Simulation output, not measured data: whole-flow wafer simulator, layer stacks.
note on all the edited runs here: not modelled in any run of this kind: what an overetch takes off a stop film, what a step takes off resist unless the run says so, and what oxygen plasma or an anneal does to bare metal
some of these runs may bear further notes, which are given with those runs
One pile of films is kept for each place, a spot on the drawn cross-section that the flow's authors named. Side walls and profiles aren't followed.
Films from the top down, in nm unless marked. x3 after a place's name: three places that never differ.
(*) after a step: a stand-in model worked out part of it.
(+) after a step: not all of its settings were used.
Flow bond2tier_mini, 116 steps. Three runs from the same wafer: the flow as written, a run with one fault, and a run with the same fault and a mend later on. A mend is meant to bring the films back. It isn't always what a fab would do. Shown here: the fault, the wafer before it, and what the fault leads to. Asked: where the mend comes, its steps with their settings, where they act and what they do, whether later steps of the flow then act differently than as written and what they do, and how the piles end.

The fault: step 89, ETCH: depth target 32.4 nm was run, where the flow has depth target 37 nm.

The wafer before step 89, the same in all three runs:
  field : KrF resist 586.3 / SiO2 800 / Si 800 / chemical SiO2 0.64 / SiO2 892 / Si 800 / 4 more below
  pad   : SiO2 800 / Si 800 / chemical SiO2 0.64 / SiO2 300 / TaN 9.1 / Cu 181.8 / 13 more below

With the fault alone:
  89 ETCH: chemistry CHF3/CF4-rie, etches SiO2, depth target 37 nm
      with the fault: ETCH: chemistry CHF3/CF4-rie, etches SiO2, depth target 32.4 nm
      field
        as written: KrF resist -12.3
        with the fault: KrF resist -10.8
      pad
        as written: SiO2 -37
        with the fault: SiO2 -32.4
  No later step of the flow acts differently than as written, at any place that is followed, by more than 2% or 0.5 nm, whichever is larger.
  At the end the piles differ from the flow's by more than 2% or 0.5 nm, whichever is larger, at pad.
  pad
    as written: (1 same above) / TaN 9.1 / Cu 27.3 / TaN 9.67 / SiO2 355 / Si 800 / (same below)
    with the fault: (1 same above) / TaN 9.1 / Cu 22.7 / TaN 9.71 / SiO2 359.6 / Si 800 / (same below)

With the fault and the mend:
  The mend comes after step 90.
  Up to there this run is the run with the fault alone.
  90a COAT: KrF resist, thickness 600 nm (*) (the flow's step 84 once more)
      field
        KrF resist +586.3 (new film)
      pad
        KrF resist +614.3 (new film)
  90b SOFTBAKE: KrF resist (the flow's step 85 once more)
      changes no film at any place that is followed
  90c EXPOSE: photomask T3TRIM, NA 0.6 (the flow's step 86 once more)
      changes no film at any place that is followed
  90d PEB: KrF resist (the flow's step 87 once more)
      changes no film at any place that is followed
  90e DEVELOP: developer TMAH-0.26N, 60 s (the flow's step 88 once more)
      field
        KrF resist -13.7
      pad
        KrF resist -614.3 (all of it)
  90f ETCH: chemistry CHF3/CF4-rie, etches SiO2, depth target 4.6 nm (the flow's step 89 once more, with other settings)
      field
        KrF resist -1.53
      pad
        SiO2 -4.6
  90g STRIP: chemistry O2, over-ash 100% (+) (the flow's step 90 once more)
      field
        KrF resist -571 (all of it)
  No later step of the flow acts differently than as written at any place that is followed.
  At the end the piles are the same as the flow's at every place that both follow.
